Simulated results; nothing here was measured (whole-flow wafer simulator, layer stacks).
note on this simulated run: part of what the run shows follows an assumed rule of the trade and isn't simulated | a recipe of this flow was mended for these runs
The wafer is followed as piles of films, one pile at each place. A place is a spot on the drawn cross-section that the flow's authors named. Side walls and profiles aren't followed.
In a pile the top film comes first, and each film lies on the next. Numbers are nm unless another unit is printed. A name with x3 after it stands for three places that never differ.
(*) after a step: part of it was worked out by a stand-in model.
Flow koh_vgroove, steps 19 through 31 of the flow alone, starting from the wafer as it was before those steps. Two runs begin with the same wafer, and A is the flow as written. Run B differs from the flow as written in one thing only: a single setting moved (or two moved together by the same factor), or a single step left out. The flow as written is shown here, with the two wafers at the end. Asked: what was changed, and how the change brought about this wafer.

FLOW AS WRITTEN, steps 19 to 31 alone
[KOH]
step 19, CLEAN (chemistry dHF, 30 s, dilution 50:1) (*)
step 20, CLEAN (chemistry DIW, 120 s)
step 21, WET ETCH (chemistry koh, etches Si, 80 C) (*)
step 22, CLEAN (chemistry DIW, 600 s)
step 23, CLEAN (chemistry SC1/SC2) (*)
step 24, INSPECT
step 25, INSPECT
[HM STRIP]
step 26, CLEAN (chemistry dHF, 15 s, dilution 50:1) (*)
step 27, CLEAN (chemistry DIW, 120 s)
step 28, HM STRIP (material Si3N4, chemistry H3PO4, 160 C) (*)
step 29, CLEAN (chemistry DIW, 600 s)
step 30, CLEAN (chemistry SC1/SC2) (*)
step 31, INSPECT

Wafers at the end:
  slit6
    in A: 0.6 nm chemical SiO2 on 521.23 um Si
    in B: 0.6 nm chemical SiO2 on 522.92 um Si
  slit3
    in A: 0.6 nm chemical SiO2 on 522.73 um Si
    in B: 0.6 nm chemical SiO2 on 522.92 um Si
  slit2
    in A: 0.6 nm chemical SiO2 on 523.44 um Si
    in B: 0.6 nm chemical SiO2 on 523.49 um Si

Cause: step 21, WET ETCH: 69.3 C was run, though the flow has 80 C.

The path from the change to this, step by step:
  step 21, WET ETCH (chemistry koh, etches Si, 80 C) (*)
      slit6, slit20: A -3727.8 Si | B -2041.7 Si
      slit3: A -2222.2 Si | B -2041.7 Si
      (as well as at 1 more place)
